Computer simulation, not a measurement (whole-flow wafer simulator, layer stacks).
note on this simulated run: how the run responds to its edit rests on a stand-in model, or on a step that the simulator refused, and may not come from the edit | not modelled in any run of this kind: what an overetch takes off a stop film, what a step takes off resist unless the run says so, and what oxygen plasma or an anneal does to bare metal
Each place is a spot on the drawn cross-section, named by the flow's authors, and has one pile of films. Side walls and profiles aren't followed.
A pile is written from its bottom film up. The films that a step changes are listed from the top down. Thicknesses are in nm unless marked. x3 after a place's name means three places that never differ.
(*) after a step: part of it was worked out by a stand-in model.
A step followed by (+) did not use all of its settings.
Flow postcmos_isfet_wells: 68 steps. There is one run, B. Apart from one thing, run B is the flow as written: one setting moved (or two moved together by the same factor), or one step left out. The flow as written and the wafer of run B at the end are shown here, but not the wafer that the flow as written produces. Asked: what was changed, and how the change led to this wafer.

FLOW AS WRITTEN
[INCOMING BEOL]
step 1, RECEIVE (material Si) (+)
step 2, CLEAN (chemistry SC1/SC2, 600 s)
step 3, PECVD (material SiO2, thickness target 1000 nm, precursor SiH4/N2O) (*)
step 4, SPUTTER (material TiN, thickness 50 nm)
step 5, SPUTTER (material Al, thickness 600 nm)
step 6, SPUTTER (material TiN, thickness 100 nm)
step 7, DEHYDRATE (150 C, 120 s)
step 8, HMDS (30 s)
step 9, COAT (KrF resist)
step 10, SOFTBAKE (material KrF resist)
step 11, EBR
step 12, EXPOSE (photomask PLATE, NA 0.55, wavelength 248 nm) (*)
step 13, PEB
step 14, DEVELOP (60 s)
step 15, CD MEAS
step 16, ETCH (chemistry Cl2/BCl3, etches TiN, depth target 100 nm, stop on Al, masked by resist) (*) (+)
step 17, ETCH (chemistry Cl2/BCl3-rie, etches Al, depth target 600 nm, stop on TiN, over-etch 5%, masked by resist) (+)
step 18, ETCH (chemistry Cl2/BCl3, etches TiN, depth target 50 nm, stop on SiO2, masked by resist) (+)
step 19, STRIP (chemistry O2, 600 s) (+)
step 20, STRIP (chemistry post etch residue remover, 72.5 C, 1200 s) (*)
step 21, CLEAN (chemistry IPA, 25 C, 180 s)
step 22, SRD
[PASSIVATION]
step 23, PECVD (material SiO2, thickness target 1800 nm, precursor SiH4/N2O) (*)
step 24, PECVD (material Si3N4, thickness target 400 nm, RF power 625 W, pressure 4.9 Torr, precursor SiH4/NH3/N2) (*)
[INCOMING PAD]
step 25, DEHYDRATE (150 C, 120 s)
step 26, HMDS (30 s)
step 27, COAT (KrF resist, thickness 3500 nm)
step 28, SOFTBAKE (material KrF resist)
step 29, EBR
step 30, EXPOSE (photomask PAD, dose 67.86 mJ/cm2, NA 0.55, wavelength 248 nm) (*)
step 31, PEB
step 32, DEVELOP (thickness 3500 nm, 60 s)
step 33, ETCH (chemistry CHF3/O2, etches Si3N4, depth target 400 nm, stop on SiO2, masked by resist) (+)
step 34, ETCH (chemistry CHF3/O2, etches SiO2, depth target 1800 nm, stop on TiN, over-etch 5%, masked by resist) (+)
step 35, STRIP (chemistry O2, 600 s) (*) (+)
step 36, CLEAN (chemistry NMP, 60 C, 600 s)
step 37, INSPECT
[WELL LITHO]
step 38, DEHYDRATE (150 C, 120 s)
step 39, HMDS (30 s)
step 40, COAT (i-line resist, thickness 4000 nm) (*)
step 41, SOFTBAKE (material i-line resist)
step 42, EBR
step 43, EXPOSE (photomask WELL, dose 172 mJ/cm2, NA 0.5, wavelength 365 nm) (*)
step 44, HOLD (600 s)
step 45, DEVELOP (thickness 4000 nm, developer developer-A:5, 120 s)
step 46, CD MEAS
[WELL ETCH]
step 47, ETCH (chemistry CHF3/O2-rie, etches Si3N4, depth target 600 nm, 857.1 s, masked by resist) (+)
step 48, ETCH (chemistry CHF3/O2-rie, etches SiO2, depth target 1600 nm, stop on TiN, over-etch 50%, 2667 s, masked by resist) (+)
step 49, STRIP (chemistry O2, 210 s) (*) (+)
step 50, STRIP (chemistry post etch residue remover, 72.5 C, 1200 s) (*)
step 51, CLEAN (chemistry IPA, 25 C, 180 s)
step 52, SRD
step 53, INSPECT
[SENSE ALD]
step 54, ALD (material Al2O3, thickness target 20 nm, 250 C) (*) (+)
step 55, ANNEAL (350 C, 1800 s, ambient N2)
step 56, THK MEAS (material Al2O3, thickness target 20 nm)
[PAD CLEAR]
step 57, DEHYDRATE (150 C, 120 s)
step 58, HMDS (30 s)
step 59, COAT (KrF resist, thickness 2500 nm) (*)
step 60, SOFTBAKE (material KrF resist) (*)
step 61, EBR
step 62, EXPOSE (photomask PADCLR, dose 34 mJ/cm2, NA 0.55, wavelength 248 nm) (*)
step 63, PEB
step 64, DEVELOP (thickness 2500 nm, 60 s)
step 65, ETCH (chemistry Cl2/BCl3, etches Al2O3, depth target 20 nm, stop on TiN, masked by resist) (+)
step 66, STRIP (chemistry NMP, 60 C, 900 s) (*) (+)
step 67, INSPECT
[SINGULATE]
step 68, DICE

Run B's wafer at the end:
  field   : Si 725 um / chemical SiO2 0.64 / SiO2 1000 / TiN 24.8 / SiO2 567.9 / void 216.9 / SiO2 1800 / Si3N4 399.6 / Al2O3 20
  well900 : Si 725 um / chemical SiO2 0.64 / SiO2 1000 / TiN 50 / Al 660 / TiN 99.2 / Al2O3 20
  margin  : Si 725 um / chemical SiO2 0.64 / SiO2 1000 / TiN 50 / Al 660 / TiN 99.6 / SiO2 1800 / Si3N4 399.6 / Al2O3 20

Cause: step 5, SPUTTER: thickness 660 nm was run, while the flow as written has thickness 600 nm.
The wafer itself shows it: well900 has Al 660, and step 5 as written asks for 600 nm.

Step by step, how the change led to this:
  step 5, SPUTTER (material Al, thickness 600 nm)
      field, margin, well900 and 6 more: +660 Al (new film) (as written it would have been: +600 Al (new film))
  step 17, ETCH (chemistry Cl2/BCl3-rie, etches Al, depth target 600 nm, stop on TiN, over-etch 5%, masked by resist) (+)
      field: -600 Al (as written it would have been: -600 Al (all of it))
  step 18, ETCH (chemistry Cl2/BCl3, etches TiN, depth target 50 nm, stop on SiO2, masked by resist) (+)
      field: -60 Al (all of it), -24.8 TiN (as written it would have been: -50 TiN (all of it))
  step 23, PECVD (material SiO2, thickness target 1800 nm, precursor SiH4/N2O) (*)
      field: +1800 SiO2 (new film), +216.9 void (new film), +567.9 SiO2 (new film) (as written it would have been: +1800 SiO2 (new film), +189.9 void (new film), +559.7 SiO2)
With metal films that touch counted as one body, field has 1 body; the flow as written gives 0 bodies.
